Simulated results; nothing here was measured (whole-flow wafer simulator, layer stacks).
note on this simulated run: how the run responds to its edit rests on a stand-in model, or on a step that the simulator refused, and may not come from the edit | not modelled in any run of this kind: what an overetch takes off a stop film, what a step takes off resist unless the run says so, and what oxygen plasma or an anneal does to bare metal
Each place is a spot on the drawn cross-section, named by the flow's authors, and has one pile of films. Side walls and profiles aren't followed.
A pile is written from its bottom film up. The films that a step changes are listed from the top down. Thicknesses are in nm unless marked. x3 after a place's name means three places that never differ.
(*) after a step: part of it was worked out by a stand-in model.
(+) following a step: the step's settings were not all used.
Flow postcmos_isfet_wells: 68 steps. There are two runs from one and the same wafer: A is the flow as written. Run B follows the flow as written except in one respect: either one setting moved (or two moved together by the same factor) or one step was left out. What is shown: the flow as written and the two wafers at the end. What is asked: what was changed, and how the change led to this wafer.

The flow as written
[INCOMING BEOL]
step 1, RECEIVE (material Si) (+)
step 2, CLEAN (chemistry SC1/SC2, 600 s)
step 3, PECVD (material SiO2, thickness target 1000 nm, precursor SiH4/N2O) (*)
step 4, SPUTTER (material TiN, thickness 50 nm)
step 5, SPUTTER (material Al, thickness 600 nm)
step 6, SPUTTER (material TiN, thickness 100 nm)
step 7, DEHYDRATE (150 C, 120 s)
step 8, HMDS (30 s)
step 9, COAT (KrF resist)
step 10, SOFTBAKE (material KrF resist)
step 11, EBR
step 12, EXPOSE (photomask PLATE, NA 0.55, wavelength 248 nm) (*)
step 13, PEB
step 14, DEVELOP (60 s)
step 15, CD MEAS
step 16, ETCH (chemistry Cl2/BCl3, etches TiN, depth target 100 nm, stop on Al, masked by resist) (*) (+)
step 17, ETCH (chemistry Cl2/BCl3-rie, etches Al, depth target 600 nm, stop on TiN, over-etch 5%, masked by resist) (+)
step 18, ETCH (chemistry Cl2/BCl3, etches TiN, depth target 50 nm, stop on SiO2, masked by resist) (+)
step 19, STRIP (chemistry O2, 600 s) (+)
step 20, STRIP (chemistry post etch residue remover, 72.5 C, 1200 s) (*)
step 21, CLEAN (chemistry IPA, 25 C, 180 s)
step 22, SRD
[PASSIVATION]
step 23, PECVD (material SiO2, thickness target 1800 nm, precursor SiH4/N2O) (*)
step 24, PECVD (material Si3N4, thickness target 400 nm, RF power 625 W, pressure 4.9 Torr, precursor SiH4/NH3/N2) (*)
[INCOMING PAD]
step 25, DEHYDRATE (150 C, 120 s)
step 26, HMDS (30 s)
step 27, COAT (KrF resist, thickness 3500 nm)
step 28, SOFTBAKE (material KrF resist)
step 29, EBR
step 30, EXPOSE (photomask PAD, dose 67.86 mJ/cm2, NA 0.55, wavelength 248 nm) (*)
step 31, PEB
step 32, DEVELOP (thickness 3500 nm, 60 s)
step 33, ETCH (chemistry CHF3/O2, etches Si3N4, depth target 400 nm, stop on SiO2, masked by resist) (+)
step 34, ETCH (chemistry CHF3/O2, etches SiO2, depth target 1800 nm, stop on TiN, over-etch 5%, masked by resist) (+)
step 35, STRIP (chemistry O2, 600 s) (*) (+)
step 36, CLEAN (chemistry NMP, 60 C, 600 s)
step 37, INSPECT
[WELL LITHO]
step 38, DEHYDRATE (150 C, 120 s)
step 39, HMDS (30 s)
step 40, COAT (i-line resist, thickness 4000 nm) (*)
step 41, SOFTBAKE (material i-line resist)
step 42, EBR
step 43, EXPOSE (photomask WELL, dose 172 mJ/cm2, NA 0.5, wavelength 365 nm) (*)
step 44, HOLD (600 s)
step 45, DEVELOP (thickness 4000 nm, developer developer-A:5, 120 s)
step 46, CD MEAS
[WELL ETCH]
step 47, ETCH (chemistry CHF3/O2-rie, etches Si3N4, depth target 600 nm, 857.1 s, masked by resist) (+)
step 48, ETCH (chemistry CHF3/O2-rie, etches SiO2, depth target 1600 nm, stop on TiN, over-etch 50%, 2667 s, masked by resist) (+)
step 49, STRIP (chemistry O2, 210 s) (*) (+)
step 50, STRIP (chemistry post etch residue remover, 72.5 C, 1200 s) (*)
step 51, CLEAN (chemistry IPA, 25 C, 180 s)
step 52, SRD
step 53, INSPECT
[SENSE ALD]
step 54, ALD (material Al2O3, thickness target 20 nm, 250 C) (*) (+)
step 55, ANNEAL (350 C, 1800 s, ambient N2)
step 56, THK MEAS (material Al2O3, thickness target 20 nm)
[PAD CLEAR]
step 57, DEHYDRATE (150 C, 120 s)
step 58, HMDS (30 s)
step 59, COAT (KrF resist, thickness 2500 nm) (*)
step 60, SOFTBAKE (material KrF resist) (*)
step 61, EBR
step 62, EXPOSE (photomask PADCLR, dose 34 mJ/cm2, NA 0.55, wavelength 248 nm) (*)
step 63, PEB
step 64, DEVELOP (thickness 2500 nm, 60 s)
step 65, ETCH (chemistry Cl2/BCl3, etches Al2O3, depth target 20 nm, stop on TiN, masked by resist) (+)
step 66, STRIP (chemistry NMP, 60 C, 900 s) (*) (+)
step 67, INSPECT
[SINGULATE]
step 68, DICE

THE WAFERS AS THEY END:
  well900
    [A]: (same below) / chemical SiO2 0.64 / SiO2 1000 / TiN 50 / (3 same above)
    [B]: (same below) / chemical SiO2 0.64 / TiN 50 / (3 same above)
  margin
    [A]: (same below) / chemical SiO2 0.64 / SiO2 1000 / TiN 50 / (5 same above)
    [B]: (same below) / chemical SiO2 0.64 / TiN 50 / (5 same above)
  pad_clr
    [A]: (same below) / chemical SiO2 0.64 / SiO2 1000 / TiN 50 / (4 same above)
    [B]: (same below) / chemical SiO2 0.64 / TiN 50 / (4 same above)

What caused this: step 3, PECVD: material SiO2, thickness target 1000 nm, precursor SiH4/N2O (*), was skipped.

How this came from the change, step by step:
  step 19, STRIP (chemistry O2, 600 s) (+)
      field: A nothing | B +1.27 chemical SiO2, -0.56 Si
  step 23, PECVD (material SiO2, thickness target 1800 nm, precursor SiH4/N2O) (*)
      field: A +1800 SiO2 (new film), +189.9 void (new film), +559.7 SiO2 | B +1800 SiO2 (new film), +189.4 void (new film), +559.5 SiO2 (new film)
